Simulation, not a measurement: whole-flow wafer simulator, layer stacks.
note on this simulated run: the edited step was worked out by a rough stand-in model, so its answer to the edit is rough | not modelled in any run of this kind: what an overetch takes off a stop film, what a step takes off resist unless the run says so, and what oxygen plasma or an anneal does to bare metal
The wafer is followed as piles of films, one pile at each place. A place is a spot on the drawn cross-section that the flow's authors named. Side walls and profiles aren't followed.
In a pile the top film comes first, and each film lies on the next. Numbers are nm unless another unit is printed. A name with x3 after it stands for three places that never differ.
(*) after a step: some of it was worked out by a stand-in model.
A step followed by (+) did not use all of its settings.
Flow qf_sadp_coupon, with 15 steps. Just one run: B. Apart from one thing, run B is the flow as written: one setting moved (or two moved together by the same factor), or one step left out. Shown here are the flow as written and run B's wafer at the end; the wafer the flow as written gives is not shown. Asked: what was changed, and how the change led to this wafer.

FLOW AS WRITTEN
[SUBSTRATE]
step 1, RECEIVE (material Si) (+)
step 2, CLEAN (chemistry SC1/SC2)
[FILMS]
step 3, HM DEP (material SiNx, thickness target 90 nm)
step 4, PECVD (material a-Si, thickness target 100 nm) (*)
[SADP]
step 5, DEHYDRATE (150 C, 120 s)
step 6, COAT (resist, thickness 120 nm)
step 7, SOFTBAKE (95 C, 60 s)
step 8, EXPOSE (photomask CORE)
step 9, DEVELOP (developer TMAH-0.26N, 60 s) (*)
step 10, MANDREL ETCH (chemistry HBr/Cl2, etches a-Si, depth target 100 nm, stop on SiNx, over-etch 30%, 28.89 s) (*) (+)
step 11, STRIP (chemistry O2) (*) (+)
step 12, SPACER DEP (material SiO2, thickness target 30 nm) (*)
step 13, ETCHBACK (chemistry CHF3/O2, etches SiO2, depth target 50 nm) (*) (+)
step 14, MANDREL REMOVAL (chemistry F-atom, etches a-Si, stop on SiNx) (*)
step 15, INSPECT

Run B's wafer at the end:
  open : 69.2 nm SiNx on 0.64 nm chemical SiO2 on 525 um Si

Cause: step 10, MANDREL ETCH: over-etch 12.4% was run, whereas the flow has over-etch 30%.

The path from the change to this, step by step:
  step 10, MANDREL ETCH (chemistry HBr/Cl2, etches a-Si, depth target 100 nm, stop on SiNx, over-etch 30%, 28.89 s) (*) (+)
      m: -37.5 resist (in the flow as written it would be: -43.3 resist)
      open: -100 a-Si (all of it), -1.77 SiNx (in the flow as written it would be: -100 a-Si (all of it), -4.29 SiNx)
  step 11, STRIP (chemistry O2) (*) (+)
      m: +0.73 chemical SiO2 (new film), -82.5 resist (all of it), -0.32 a-Si (in the flow as written it would be: +0.74 chemical SiO2 (new film), -76.7 resist (all of it), -0.32 a-Si)
